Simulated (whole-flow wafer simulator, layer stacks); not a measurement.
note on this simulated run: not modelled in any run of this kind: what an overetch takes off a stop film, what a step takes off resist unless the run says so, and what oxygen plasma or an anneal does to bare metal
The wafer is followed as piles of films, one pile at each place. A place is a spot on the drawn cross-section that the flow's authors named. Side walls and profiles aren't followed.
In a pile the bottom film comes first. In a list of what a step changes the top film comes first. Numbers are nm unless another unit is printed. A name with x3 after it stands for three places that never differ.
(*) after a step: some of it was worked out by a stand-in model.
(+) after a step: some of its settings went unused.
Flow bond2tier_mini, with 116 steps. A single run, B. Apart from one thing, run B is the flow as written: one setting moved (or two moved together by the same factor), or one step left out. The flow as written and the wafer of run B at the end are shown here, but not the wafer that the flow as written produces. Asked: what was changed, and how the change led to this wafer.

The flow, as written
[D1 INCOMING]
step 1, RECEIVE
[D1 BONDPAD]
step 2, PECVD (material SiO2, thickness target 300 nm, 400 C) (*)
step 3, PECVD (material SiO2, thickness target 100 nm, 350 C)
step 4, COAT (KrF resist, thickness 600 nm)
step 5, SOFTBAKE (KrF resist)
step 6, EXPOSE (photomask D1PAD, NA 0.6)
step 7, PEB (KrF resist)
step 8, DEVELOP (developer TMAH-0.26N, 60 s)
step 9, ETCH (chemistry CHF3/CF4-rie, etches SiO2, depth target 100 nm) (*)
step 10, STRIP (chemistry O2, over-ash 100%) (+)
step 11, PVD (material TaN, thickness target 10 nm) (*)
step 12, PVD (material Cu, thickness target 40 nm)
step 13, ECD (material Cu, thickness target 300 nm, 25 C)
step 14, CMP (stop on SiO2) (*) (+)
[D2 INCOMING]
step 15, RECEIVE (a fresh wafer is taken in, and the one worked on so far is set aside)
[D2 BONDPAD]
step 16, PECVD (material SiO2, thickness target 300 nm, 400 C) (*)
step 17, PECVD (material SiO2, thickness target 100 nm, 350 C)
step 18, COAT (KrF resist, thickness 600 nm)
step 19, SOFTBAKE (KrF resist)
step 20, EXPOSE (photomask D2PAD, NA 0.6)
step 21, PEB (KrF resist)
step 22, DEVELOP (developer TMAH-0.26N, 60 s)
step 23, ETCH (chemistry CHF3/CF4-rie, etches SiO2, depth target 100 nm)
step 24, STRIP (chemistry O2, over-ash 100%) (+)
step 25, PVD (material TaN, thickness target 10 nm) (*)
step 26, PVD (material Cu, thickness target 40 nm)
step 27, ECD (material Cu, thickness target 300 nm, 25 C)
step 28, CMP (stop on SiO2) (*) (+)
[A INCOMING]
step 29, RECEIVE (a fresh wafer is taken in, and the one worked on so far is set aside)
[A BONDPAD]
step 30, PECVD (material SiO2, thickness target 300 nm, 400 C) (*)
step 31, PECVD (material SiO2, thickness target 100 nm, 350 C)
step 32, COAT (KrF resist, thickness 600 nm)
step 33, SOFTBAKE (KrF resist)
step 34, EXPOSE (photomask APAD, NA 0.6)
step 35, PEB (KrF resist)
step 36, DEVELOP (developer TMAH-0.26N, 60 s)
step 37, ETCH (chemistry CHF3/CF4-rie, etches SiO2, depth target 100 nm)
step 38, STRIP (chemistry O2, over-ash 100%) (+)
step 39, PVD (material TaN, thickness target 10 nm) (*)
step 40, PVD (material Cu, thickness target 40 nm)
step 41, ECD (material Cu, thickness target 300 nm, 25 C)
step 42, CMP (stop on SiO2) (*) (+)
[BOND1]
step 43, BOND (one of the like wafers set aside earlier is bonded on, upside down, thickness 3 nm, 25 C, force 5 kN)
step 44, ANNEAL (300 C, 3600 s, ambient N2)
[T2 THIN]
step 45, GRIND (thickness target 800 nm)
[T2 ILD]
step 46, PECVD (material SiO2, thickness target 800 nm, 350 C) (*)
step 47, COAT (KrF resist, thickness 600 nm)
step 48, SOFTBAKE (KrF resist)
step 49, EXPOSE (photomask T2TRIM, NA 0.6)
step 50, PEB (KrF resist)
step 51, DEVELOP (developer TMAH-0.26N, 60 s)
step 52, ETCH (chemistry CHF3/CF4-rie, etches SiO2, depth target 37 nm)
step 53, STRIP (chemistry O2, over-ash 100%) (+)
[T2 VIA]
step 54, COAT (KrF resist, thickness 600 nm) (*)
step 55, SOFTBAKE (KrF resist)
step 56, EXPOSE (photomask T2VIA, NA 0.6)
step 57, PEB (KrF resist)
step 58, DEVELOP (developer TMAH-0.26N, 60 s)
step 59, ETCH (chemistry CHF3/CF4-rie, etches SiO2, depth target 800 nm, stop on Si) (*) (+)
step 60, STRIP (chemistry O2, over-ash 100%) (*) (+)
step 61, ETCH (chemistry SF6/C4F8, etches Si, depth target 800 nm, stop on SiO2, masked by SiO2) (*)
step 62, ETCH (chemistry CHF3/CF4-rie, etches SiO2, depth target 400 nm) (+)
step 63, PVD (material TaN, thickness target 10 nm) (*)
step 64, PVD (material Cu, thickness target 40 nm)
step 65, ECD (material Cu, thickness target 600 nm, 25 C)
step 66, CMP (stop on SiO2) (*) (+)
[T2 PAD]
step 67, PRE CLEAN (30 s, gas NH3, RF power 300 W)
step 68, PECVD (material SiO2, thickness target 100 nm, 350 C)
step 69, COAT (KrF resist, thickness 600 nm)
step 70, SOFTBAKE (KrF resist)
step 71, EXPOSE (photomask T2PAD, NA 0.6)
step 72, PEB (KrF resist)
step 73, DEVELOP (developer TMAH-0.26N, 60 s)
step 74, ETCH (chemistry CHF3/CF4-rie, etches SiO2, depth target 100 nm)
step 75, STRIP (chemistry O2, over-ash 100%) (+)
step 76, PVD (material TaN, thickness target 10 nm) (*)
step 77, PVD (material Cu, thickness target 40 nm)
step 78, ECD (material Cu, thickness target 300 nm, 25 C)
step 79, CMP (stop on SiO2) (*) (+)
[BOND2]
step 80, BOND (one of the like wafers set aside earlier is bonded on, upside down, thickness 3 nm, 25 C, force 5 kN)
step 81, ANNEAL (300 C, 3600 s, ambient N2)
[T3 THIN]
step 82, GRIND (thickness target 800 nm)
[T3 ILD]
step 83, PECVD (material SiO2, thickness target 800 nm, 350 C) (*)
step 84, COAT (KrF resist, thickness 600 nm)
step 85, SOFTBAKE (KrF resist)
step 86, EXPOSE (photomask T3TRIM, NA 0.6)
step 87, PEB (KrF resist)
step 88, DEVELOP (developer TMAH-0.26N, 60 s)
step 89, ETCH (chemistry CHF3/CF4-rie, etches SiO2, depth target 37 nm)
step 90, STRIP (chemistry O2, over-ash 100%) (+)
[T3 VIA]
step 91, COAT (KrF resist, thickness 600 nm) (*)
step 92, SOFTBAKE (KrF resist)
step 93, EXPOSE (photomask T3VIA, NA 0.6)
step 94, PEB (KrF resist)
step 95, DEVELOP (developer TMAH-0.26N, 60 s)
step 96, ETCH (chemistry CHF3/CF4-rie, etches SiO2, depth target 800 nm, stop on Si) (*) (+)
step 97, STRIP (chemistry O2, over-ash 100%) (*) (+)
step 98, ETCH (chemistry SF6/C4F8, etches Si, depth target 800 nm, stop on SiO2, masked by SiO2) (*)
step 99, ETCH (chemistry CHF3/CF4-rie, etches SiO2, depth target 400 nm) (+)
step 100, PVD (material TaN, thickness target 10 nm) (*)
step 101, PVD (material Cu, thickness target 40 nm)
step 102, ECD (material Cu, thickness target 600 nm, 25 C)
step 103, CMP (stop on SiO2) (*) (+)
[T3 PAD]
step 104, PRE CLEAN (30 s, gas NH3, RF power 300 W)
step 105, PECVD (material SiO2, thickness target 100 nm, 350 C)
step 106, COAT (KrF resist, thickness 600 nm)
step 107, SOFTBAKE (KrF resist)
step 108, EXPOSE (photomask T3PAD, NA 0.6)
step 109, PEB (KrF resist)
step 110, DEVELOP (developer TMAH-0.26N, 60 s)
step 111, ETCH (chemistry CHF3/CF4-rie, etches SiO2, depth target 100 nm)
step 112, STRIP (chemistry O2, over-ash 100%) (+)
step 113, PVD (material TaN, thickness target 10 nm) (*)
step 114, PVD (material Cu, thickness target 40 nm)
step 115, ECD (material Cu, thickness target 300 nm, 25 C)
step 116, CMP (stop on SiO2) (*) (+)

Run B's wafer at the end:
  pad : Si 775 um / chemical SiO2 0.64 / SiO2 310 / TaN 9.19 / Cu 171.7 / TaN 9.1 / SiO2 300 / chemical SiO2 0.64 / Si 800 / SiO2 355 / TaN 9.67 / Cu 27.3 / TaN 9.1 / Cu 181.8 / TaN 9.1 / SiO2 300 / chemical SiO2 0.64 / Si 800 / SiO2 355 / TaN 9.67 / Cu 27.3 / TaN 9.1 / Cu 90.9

Cause: step 37, ETCH: depth target 90 nm was run, whereas the flow has depth target 100 nm.

The path from the change to this, step by step:
  step 37, ETCH (chemistry CHF3/CF4-rie, etches SiO2, depth target 100 nm)
      pad, via: -90 SiO2 (as written it would have been: -100 SiO2)
      field: -30 KrF resist (as written it would have been: -33.3 KrF resist)
  step 41, ECD (material Cu, thickness target 300 nm, 25 C)
      pad: +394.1 Cu (as written it would have been: +404.5 Cu)
      via: +390.1 Cu (as written it would have been: +400.2 Cu)
